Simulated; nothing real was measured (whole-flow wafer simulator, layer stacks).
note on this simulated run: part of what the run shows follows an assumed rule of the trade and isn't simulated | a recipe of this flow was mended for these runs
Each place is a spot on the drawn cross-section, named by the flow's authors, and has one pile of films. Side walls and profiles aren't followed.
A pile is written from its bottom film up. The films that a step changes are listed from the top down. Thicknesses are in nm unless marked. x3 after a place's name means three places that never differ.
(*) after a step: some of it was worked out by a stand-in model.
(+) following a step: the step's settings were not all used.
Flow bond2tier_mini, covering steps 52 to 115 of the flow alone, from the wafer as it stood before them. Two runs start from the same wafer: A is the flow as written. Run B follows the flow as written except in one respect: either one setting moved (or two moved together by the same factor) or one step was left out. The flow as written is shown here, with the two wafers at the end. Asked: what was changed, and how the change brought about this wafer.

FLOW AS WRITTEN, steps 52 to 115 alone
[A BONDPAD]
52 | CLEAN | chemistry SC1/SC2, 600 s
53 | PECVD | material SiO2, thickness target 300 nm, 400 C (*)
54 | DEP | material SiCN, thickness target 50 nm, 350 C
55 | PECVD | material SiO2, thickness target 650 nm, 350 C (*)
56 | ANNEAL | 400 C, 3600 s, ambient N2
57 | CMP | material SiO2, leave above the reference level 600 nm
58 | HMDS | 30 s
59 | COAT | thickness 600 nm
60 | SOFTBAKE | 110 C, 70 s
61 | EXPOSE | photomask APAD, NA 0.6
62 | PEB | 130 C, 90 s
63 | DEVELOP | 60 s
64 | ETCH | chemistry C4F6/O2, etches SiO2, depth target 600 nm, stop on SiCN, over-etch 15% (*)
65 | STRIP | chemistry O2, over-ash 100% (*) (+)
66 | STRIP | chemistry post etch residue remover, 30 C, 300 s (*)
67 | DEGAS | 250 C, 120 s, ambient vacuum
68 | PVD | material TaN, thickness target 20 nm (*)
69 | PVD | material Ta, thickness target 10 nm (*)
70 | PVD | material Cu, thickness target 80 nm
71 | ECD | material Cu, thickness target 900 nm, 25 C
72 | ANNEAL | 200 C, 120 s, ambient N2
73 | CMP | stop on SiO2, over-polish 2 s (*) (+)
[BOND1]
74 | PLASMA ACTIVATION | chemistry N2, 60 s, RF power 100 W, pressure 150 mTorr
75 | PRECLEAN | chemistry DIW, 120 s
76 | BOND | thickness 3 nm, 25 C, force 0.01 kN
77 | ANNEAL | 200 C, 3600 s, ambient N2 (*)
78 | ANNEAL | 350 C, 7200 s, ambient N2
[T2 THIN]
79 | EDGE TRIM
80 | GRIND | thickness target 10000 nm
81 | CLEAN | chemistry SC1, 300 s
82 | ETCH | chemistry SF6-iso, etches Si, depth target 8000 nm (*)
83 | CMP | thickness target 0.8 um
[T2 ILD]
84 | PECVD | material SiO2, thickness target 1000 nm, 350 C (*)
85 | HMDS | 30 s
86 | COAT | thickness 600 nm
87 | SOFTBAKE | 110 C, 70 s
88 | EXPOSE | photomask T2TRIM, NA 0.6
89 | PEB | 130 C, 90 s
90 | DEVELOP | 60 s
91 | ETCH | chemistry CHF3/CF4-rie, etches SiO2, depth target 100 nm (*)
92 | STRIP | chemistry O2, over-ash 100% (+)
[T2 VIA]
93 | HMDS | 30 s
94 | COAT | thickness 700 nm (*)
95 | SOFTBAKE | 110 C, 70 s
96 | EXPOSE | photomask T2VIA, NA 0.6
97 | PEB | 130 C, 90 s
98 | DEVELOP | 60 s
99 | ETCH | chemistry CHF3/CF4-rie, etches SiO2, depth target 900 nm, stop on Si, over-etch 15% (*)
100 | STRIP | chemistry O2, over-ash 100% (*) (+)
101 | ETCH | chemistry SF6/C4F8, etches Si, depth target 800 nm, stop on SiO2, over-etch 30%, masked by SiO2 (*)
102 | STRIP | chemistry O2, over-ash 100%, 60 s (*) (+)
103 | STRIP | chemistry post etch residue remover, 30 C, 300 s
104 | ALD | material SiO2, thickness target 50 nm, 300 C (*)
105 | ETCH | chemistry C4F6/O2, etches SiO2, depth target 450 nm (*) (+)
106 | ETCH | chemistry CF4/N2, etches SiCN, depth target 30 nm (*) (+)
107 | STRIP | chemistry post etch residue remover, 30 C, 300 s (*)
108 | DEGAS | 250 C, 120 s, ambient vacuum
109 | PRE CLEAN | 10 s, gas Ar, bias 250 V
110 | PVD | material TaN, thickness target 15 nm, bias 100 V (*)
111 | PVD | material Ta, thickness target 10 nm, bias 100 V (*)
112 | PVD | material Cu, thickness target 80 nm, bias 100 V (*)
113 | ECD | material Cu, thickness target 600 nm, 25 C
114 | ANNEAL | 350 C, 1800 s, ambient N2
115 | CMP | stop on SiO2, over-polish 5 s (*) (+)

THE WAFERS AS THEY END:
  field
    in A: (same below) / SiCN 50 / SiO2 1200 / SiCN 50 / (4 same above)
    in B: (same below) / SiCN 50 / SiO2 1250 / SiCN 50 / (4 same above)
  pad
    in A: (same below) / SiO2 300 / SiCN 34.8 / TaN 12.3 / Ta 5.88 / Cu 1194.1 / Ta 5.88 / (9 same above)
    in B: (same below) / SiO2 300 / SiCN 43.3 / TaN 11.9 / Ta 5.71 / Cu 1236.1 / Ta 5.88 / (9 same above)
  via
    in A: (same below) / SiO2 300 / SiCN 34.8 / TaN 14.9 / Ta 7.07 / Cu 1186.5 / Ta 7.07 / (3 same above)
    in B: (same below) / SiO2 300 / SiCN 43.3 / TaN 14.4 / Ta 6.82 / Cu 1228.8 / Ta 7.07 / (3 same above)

The reason: step 57, CMP: material SiO2, leave above the reference level 600 nm, was skipped.

Step by step, how the change led to this:
  64 | ETCH | chemistry C4F6/O2, etches SiO2, depth target 600 nm, stop on SiCN, over-etch 15% (*)
      pad, via: A SiO2 loses 600 (all of it), SiCN loses 15.2 | B SiO2 loses 650 (all of it), SiCN loses 6.75
  70 | PVD | material Cu, thickness target 80 nm
      pad: A Cu gains 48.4 (new film) | B Cu gains 47.1 (new film)
      via: A Cu gains 59 (new film) | B Cu gains 57 (new film)
  71 | ECD | material Cu, thickness target 900 nm, 25 C
      pad: A Cu gains 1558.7 | B Cu gains 1602
      via: A Cu gains 1544.3 | B Cu gains 1588.6
